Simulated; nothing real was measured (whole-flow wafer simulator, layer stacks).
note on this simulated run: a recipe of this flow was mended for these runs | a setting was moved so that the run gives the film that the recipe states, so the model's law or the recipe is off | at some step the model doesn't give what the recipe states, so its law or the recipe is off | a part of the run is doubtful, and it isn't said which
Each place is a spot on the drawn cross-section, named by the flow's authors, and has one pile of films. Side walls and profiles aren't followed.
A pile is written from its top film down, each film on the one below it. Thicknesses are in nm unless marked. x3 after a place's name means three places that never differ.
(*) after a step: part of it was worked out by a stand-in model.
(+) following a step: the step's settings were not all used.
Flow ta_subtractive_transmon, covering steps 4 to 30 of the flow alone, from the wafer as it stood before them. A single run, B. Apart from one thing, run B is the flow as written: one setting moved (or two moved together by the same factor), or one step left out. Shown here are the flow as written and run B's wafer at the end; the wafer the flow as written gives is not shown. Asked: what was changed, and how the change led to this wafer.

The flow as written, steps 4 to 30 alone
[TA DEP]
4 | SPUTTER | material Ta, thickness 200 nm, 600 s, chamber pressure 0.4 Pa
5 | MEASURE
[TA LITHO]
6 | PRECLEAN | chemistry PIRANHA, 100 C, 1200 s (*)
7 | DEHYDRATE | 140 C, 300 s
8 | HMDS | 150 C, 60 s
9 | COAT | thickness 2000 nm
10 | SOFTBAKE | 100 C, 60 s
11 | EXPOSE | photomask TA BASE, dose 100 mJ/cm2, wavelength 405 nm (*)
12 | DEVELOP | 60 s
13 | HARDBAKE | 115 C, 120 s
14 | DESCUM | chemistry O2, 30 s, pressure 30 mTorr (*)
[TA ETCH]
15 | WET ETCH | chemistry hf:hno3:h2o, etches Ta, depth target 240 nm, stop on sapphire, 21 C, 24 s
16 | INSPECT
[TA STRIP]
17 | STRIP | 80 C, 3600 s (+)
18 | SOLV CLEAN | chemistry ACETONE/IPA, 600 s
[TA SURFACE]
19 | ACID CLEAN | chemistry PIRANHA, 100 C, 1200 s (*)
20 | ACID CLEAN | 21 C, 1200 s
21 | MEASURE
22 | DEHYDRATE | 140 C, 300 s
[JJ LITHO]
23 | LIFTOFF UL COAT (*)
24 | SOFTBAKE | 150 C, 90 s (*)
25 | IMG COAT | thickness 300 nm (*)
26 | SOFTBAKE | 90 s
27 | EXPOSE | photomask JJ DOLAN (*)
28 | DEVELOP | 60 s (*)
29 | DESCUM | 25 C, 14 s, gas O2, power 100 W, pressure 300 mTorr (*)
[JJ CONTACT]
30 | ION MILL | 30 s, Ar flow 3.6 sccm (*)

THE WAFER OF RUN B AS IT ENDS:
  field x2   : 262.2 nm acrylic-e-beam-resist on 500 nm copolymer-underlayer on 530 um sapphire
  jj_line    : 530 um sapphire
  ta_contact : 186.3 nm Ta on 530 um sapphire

The reason: step 30, ION MILL: 40.8 s was run, though the flow has 30 s.

How this came from the change, step by step:
  30 | ION MILL | 30 s, Ar flow 3.6 sccm (*)
      field x2, ta_pad: -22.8 acrylic-e-beam-resist (it would be, as written: -16.8 acrylic-e-beam-resist)
      jj_line, lead: -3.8 sapphire (it would be, as written: -2.8 sapphire)
      (as well as at 1 more place)
